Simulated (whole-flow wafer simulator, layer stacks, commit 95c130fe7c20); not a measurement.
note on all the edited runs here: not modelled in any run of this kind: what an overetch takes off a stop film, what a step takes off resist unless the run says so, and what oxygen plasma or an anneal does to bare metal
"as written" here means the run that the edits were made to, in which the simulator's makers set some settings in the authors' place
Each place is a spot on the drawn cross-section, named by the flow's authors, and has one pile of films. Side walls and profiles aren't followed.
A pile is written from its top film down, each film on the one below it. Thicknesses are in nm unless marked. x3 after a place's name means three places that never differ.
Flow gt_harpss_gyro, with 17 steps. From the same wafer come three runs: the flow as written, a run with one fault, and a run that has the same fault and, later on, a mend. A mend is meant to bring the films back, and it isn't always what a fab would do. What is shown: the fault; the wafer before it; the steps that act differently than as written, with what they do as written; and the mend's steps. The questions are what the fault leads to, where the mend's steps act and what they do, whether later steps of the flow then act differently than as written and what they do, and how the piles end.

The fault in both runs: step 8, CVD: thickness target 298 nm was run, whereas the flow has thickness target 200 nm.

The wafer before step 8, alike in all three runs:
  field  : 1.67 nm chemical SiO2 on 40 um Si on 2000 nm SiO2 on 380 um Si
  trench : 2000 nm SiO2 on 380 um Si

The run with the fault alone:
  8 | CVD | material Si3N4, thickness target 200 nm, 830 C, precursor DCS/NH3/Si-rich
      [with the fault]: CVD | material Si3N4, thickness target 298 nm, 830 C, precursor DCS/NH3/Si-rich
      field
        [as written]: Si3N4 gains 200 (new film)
        [with the fault]: Si3N4 gains 298 (new film)
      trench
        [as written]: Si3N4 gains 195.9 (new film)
        [with the fault]: Si3N4 gains 291.4 (new film)
  None of the later steps of the flow acts differently than as written at any place that is followed.
  At field, trench, the piles at the end differ from the flow's by more than 2% or 0.5 nm, whichever is larger.
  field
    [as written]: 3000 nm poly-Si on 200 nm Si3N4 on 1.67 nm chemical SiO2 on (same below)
    [with the fault]: 3000 nm poly-Si on 298 nm Si3N4 on 1.67 nm chemical SiO2 on (same below)
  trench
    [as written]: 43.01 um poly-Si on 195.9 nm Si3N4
    [with the fault]: 43.01 um poly-Si on 291.4 nm Si3N4

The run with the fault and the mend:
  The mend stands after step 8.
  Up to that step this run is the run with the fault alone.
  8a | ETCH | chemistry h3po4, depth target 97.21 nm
      field, trench
        Si3N4 loses 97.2
  None of the later steps of the flow acts differently than as written at any place that is followed.
  The piles end only slightly different from the flow's at the places that both follow, by no more than 2% or 0.5 nm, whichever is larger.
